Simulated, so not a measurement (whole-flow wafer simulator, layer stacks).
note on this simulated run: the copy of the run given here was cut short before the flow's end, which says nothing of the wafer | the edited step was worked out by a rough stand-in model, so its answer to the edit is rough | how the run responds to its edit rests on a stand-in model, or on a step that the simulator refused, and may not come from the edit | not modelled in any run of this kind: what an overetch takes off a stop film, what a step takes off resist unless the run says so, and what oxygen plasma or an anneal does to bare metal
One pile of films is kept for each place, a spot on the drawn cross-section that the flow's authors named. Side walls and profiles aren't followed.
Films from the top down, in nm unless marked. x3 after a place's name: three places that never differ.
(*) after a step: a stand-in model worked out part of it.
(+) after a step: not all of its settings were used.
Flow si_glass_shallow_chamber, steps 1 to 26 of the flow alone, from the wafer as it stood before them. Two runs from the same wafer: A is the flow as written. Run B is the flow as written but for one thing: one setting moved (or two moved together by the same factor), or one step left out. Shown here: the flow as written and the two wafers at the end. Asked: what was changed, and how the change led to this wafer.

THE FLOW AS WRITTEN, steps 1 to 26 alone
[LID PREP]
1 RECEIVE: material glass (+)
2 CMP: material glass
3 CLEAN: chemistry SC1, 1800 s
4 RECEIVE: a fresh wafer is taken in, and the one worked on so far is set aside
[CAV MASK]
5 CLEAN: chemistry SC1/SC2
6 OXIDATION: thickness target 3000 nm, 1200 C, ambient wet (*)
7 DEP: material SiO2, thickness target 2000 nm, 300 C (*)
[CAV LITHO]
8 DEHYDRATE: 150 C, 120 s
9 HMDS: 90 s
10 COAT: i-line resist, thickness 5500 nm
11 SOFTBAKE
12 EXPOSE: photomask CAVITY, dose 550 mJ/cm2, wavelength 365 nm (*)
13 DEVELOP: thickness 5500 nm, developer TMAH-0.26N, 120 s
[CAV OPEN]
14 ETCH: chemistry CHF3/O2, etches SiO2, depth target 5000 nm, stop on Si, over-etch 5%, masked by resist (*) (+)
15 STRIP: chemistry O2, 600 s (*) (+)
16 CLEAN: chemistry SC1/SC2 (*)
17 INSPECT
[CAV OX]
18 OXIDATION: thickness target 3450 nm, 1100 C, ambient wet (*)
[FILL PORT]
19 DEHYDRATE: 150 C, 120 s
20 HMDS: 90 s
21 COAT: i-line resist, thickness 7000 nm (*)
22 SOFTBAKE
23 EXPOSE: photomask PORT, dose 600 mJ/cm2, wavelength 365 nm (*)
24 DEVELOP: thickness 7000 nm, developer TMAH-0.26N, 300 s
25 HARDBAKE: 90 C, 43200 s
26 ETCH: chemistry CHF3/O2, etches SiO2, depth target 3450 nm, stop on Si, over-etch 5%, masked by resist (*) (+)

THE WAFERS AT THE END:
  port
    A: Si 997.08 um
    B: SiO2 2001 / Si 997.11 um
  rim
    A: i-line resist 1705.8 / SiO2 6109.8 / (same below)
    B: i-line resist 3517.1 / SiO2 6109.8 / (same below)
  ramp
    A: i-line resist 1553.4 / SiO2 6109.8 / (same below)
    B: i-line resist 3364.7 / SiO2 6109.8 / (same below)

The cause: step 26, ETCH: depth target 1380 nm was run, where the flow has depth target 3450 nm.

How the change led to this, step by step:
  26 ETCH: chemistry CHF3/O2, etches SiO2, depth target 3450 nm, stop on Si, over-etch 5%, masked by resist (*) (+)
      port: A SiO2 -3450 (all of it), Si -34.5 | B SiO2 -1449
      rim, ramp, cav, ring: A i-line resist -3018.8 | B i-line resist -1207.5
      (and at 1 more place)
